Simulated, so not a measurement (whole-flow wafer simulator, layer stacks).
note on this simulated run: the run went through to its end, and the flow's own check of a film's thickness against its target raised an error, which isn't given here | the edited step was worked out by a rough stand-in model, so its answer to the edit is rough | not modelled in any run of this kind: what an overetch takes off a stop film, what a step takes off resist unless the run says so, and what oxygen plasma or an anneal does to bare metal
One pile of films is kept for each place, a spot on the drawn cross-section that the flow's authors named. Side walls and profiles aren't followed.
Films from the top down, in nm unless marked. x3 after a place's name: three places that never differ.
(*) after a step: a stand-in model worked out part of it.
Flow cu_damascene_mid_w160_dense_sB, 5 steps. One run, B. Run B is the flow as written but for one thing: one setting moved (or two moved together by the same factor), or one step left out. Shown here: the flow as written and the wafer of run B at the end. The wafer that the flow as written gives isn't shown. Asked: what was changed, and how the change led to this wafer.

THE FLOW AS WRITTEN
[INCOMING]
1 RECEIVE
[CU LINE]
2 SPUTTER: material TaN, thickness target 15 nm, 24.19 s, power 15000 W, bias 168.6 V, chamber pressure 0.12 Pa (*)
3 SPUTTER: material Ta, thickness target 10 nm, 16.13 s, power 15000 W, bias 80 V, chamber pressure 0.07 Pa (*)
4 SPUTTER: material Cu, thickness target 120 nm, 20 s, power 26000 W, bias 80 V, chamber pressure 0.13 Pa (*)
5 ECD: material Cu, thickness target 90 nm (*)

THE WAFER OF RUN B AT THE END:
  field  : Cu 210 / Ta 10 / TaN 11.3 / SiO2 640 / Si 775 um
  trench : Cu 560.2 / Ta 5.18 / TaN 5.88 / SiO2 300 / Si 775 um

The cause: step 2, SPUTTER: power 11300 W was run, where the flow has power 15000 W.

How the change led to this, step by step:
  2 SPUTTER: material TaN, thickness target 15 nm, 24.19 s, power 15000 W, bias 168.6 V, chamber pressure 0.12 Pa (*)
      field: TaN +11.3 (new film) (as written it would be: TaN +15 (new film))
      trench: TaN +5.88 (new film) (as written it would be: TaN +7.82 (new film))
